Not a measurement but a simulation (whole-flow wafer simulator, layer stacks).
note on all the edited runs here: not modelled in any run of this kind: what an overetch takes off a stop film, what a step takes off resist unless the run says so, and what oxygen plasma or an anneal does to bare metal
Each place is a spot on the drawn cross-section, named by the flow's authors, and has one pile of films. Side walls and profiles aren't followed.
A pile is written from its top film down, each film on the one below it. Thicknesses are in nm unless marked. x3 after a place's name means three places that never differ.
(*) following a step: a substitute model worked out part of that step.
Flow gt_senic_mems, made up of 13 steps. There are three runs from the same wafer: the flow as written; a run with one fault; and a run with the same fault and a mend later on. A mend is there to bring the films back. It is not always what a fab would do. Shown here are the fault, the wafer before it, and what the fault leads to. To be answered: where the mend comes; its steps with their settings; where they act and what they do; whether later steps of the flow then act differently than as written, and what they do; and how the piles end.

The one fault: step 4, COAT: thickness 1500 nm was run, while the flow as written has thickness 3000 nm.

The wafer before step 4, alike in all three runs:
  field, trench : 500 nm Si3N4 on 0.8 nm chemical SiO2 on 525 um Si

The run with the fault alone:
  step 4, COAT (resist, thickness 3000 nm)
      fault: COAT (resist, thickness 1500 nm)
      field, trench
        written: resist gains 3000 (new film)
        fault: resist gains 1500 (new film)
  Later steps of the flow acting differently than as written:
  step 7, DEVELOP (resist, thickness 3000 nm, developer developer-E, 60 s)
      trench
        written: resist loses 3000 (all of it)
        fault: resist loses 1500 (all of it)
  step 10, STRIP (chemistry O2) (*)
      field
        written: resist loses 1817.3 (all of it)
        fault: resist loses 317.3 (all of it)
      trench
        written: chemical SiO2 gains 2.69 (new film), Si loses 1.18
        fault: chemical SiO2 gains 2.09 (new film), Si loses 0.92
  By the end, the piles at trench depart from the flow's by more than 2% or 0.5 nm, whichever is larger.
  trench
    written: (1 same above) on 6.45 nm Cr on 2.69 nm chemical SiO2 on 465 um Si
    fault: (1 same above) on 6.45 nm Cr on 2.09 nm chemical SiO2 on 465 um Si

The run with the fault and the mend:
  The mend stands after step 7.
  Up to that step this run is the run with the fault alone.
  step 7a, STRIP (chemistry O2) (*)
      field
        resist loses 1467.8 (all of it)
  step 7b, HMDS (a further turn of the flow's step 3)
      leaves every film unchanged at each place that is followed
  step 7c, COAT (resist, thickness 3000 nm) (a further turn of the flow's step 4)
      field, trench
        resist gains 3000 (new film)
  step 7d, SOFTBAKE (resist) (a further turn of the flow's step 5)
      leaves every film unchanged at each place that is followed
  step 7e, EXPOSE (photomask DEVICE, dose 108.9 mJ/cm2, wavelength 405 nm) (*) (a further turn of the flow's step 6)
      leaves every film unchanged at each place that is followed
  step 7f, DEVELOP (resist, developer developer-E, 60 s) (a further turn of the flow's step 7, with different settings)
      field
        resist loses 32.2
      trench
        resist loses 3000 (all of it)
  Every later step of the flow that is run acts as written at every place that is followed.
  By the end, the piles equal the flow's at every place that both follow.
